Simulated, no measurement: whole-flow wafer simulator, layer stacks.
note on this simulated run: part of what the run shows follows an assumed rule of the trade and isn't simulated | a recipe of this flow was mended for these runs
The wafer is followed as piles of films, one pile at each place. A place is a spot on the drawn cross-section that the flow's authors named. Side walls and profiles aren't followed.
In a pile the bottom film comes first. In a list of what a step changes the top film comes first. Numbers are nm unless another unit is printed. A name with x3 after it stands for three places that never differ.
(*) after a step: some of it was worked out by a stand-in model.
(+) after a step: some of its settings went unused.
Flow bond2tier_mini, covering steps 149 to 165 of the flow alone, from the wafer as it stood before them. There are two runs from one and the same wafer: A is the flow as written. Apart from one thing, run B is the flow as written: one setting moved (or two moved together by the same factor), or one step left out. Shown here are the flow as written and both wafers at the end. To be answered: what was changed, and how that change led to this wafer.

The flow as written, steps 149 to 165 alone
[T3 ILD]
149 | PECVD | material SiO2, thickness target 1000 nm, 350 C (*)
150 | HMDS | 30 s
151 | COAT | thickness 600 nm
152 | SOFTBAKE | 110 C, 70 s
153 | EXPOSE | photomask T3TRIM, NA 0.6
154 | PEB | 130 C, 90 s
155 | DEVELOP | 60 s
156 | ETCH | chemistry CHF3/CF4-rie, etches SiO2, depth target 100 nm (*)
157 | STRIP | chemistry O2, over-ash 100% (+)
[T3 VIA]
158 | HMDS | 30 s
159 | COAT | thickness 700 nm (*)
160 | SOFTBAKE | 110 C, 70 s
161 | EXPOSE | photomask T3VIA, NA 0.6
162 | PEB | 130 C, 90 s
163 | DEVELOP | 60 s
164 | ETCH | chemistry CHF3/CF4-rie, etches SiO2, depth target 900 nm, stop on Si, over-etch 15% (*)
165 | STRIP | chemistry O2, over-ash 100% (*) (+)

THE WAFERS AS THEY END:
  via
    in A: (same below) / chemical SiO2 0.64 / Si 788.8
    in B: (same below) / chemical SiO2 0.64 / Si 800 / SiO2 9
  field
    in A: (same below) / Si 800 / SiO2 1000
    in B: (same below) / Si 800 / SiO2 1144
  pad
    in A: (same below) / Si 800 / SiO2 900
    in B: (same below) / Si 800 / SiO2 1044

The reason: step 149, PECVD: thickness target 1144 nm was run, while the flow as written has thickness target 1000 nm.
The wafer lets one read it off: field has SiO2 1144, and step 149 as written asks for 1000 nm.

Step by step, how the change led to this:
  149 | PECVD | material SiO2, thickness target 1000 nm, 350 C (*)
      field, pad, via: A SiO2 gains 1000 (new film) | B SiO2 gains 1144 (new film)
  164 | ETCH | chemistry CHF3/CF4-rie, etches SiO2, depth target 900 nm, stop on Si, over-etch 15% (*)
      via: A SiO2 loses 900 (all of it), Si loses 11.2 | B SiO2 loses 1035
